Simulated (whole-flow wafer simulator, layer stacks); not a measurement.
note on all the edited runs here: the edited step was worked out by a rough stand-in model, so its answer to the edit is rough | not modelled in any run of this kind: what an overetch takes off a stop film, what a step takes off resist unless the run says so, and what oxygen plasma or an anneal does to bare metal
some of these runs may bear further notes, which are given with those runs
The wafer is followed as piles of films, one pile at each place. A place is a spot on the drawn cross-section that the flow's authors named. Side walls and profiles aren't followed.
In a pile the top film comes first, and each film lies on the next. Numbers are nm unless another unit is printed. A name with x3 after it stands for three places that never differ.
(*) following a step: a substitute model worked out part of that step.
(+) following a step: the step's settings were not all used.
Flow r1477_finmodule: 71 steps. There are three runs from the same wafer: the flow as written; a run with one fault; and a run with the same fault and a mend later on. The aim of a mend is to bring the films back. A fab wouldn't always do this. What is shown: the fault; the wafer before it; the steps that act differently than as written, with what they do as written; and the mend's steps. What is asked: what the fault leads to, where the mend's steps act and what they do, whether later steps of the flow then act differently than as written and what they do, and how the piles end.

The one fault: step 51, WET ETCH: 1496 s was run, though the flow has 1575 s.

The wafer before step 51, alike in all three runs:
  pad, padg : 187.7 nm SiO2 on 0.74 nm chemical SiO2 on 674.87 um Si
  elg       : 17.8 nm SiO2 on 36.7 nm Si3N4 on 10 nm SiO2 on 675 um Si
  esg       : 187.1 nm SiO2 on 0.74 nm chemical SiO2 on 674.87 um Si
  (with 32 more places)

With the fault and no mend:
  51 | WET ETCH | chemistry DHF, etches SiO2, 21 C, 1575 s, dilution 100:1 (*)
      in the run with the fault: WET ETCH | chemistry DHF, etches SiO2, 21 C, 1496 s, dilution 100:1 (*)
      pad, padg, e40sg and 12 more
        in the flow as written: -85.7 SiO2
        in the run with the fault: -81.4 SiO2
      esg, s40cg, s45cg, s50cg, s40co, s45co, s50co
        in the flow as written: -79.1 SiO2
        in the run with the fault: -75.1 SiO2
  Steps later in the flow that act otherwise than as written (not shown: 1 more step that differs only slightly, by at most 2% or 0.5 nm, whichever is larger):
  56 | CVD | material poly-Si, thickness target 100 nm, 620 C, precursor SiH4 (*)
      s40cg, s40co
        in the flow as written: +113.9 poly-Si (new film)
        in the run with the fault: +110 poly-Si (new film)
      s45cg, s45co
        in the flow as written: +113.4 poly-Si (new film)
        in the run with the fault: +109.4 poly-Si (new film)
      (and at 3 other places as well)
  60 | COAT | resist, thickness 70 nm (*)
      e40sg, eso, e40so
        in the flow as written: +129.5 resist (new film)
        in the run with the fault: +125.7 resist (new film)
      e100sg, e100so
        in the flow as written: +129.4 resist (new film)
        in the run with the fault: +125.7 resist (new film)
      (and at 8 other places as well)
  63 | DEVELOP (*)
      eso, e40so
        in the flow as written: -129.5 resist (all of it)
        in the run with the fault: -125.7 resist (all of it)
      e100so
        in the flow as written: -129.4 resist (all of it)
        in the run with the fault: -125.7 resist (all of it)
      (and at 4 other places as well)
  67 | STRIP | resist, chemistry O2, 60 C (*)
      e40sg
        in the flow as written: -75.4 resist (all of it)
        in the run with the fault: -71.6 resist (all of it)
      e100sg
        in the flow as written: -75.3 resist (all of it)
        in the run with the fault: -71.5 resist (all of it)
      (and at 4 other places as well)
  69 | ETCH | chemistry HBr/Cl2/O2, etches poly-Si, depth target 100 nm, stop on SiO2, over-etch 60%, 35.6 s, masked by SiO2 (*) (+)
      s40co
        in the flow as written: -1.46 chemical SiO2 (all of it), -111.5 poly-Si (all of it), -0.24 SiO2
        in the run with the fault: -1.44 chemical SiO2 (all of it), -107.5 poly-Si (all of it), -0.26 SiO2
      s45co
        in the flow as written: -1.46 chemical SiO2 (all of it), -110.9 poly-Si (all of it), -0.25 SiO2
        in the run with the fault: -1.44 chemical SiO2 (all of it), -107 poly-Si (all of it), -0.27 SiO2
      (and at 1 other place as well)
  The piles end different from the flow's at pad, padg, esg and 19 more by more than 2% or 0.5 nm, whichever is larger.
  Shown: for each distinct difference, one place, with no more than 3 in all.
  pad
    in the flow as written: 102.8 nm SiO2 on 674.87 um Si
    in the run with the fault: 107.1 nm SiO2 on 674.87 um Si
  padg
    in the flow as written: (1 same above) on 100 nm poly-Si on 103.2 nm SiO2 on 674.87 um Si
    in the run with the fault: (1 same above) on 100 nm poly-Si on 107.5 nm SiO2 on 674.87 um Si
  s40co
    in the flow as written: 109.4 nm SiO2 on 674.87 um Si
    in the run with the fault: 113.3 nm SiO2 on 674.87 um Si

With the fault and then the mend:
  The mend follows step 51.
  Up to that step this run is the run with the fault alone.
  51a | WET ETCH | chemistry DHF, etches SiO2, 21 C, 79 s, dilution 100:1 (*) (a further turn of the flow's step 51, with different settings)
      pad, padg, e40sg and 12 more
        -4.3 SiO2
      elg, e40lg, e100lg, e200lg, elo, e40lo, e100lo, e200lo
        -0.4 Si3N4
      esg, s40cg, s45cg, s50cg, s40co, s45co, s50co
        -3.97 SiO2
  None of the later steps of the flow differs from how it acts as written, at any place that is followed, by more than 2% or 0.5 nm, whichever is larger.
  When the end is reached, the piles differ only a little from the flow's at the places that both follow, at most by 2% or 0.5 nm, whichever is larger.
